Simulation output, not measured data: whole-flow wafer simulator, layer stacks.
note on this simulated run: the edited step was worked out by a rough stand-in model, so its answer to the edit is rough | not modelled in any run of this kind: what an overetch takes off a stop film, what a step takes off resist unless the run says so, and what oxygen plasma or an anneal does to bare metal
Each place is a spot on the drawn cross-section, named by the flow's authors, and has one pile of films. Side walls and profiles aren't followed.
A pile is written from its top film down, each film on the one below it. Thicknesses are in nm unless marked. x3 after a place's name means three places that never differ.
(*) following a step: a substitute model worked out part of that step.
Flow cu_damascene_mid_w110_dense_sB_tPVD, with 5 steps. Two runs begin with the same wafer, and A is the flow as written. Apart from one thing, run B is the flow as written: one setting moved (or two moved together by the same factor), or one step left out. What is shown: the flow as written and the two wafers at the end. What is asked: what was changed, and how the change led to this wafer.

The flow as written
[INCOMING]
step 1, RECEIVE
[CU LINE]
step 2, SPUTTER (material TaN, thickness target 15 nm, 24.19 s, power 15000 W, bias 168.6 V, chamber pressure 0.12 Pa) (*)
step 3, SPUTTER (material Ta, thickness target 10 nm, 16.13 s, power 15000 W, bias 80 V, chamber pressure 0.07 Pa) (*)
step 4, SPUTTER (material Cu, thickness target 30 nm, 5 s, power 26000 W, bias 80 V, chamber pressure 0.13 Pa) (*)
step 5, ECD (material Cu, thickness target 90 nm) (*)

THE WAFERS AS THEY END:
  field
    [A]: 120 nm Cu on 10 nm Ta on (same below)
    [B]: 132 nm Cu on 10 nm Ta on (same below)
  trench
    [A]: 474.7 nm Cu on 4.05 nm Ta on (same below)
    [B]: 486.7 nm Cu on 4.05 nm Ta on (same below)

What caused this: step 4, SPUTTER: thickness target 42 nm was run, while the flow as written has thickness target 30 nm; step 4, SPUTTER: 7 s was run, where the flow has 5 s.

How this came from the change, step by step:
  step 4, SPUTTER (material Cu, thickness target 30 nm, 5 s, power 26000 W, bias 80 V, chamber pressure 0.13 Pa) (*)
      field: A +30 Cu (new film) | B +42 Cu (new film)
      trench: A +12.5 Cu (new film) | B +17.5 Cu (new film)
